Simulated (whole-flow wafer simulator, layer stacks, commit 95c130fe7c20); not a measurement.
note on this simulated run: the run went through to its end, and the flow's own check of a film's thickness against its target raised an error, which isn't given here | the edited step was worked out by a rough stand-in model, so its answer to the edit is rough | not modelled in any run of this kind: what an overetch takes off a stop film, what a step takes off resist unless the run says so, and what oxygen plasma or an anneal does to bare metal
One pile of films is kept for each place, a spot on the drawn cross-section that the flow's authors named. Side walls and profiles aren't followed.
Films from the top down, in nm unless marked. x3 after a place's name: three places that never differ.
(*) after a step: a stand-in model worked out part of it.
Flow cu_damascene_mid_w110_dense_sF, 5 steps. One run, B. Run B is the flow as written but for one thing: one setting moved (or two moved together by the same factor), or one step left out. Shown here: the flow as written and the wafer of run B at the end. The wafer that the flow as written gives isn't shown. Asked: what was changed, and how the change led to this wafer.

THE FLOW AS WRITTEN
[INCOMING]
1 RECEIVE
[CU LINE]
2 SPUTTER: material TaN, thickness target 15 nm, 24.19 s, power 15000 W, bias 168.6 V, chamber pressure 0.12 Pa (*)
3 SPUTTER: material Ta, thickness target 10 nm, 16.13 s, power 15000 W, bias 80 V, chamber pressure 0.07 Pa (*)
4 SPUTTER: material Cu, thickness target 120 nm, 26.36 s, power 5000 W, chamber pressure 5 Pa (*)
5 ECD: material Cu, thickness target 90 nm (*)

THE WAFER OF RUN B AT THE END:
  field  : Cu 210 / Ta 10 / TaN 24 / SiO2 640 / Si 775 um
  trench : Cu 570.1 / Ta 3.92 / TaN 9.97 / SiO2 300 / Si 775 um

The cause: step 2, SPUTTER: thickness target 24 nm was run, where the flow has thickness target 15 nm; step 2, SPUTTER: 38.7 s was run, where the flow has 24.19 s.
It can be read off the wafer: field has TaN 24, and step 2 as written asks for 15 nm.

How the change led to this, step by step:
  2 SPUTTER: material TaN, thickness target 15 nm, 24.19 s, power 15000 W, bias 168.6 V, chamber pressure 0.12 Pa (*)
      field: TaN +24 (new film) (as written it would be: TaN +15 (new film))
      trench: TaN +9.97 (new film) (as written it would be: TaN +6.23 (new film))
  4 SPUTTER: material Cu, thickness target 120 nm, 26.36 s, power 5000 W, chamber pressure 5 Pa (*)
      trench: Cu +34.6 (new film) (as written it would be: Cu +35.7 (new film))
